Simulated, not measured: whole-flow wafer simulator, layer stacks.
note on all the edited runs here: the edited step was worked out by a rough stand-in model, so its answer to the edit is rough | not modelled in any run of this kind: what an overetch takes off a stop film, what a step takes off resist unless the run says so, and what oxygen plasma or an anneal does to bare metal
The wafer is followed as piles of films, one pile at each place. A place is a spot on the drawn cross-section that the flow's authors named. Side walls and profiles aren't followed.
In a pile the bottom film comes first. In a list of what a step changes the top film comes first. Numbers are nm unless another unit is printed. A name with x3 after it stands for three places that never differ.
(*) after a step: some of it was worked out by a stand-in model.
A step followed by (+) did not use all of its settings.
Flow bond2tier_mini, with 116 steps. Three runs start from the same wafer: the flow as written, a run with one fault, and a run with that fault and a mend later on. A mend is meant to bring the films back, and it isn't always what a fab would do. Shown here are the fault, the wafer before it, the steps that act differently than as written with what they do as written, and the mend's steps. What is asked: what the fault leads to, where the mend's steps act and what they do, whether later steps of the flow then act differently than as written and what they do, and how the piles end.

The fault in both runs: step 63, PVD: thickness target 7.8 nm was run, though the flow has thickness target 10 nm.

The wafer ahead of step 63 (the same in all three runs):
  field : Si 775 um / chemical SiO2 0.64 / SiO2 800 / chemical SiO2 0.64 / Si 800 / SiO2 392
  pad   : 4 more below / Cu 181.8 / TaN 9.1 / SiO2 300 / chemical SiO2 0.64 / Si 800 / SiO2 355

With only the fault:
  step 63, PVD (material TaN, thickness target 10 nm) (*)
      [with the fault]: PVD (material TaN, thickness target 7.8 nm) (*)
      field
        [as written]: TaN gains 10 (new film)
        [with the fault]: TaN gains 7.8 (new film)
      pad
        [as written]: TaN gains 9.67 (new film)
        [with the fault]: TaN gains 7.54 (new film)
  Later steps of the flow acting differently than as written (1 more step, not shown, differs only slightly: by at most 2% or 0.5 nm, whichever is larger):
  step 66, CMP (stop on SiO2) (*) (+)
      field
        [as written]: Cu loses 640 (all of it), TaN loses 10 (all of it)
        [with the fault]: Cu loses 640 (all of it), TaN loses 7.8 (all of it)
  The piles end different from the flow's at pad by more than 2% or 0.5 nm, whichever is larger.
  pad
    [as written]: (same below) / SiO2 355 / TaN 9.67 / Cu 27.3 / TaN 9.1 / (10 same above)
    [with the fault]: (same below) / SiO2 355 / TaN 7.54 / Cu 29.5 / TaN 9.1 / (10 same above)

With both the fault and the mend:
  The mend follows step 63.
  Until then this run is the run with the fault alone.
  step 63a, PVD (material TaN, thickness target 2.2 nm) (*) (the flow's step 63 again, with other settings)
      field
        TaN gains 2.2
      pad
        TaN gains 2.13
  Every later step of the flow that is run acts as written at every place that is followed.
  By the end, the piles equal the flow's at every place that both follow.
